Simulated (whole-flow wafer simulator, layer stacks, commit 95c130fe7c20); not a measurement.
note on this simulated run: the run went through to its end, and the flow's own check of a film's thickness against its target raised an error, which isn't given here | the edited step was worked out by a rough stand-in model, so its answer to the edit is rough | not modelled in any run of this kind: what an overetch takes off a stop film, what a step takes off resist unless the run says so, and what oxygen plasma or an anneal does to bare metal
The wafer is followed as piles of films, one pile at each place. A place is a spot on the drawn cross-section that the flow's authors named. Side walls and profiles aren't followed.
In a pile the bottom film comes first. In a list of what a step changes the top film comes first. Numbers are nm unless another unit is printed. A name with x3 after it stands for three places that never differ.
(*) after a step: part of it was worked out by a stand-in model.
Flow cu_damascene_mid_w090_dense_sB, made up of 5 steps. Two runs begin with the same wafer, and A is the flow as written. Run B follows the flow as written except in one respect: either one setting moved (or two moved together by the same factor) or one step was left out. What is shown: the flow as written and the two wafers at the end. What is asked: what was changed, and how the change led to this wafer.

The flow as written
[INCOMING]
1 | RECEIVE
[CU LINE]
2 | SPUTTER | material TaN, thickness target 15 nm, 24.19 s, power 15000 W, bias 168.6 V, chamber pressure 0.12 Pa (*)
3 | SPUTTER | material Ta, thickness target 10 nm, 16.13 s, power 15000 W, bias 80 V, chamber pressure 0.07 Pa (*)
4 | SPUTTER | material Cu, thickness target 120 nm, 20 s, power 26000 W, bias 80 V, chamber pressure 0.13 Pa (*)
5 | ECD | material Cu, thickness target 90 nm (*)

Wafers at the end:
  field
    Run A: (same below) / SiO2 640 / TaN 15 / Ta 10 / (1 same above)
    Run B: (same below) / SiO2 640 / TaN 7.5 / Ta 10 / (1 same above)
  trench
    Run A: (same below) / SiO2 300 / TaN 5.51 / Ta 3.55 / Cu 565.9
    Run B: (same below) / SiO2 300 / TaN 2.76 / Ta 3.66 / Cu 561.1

What caused this: step 2, SPUTTER: thickness target 7.5 nm was run, though the flow has thickness target 15 nm.
The wafer lets one read it off: field has TaN 7.5, and step 2 as written asks for 15 nm.

Step by step, how the change led to this:
  2 | SPUTTER | material TaN, thickness target 15 nm, 24.19 s, power 15000 W, bias 168.6 V, chamber pressure 0.12 Pa (*)
      field: A +15 TaN (new film) | B +7.5 TaN (new film)
      trench: A +5.51 TaN (new film) | B +2.76 TaN (new film)
  4 | SPUTTER | material Cu, thickness target 120 nm, 20 s, power 26000 W, bias 80 V, chamber pressure 0.13 Pa (*)
      trench: A +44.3 Cu (new film) | B +45.5 Cu (new film)
